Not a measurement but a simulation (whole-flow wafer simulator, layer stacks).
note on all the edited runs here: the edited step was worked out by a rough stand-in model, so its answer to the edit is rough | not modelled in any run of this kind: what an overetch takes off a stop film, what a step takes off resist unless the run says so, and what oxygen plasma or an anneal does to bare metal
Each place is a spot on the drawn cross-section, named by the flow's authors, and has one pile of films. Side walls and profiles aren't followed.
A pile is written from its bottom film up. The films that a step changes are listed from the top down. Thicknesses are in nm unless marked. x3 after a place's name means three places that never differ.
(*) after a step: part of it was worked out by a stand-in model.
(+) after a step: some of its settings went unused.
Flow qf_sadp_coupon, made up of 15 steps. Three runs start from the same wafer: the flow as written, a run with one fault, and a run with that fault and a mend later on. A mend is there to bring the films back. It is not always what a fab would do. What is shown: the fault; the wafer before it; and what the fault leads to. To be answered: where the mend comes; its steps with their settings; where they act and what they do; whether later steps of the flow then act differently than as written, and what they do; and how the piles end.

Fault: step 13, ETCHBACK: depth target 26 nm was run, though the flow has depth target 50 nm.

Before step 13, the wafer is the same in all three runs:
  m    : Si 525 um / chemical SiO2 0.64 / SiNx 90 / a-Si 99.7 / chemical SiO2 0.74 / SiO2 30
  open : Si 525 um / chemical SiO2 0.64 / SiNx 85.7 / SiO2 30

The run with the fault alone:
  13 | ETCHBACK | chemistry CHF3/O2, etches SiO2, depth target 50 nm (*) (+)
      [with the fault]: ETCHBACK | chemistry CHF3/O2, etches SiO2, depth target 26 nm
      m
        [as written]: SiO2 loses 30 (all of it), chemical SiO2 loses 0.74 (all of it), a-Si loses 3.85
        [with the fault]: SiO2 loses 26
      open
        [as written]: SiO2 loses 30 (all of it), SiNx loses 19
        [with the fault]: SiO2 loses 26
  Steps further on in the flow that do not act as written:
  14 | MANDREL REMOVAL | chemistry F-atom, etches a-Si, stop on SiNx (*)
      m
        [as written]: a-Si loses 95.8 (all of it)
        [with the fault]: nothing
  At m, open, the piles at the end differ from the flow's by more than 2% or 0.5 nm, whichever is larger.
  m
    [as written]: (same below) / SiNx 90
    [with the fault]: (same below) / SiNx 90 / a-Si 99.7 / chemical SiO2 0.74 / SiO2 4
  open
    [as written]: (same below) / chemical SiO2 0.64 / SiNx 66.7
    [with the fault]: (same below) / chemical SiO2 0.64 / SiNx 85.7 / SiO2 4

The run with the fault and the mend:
  After step 13 comes the mend.
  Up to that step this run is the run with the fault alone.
  13a | ETCHBACK | chemistry CHF3/O2, etches SiO2, depth target 24 nm (*) (+) (the flow's step 13, run once more with other settings)
      m
        SiO2 loses 4 (all of it), chemical SiO2 loses 0.74 (all of it), a-Si loses 3.85
      open
        SiO2 loses 4 (all of it), SiNx loses 19
  None of the later steps of the flow acts differently than as written at any place that is followed.
  The piles end the same as the flow's at every place that both follow.
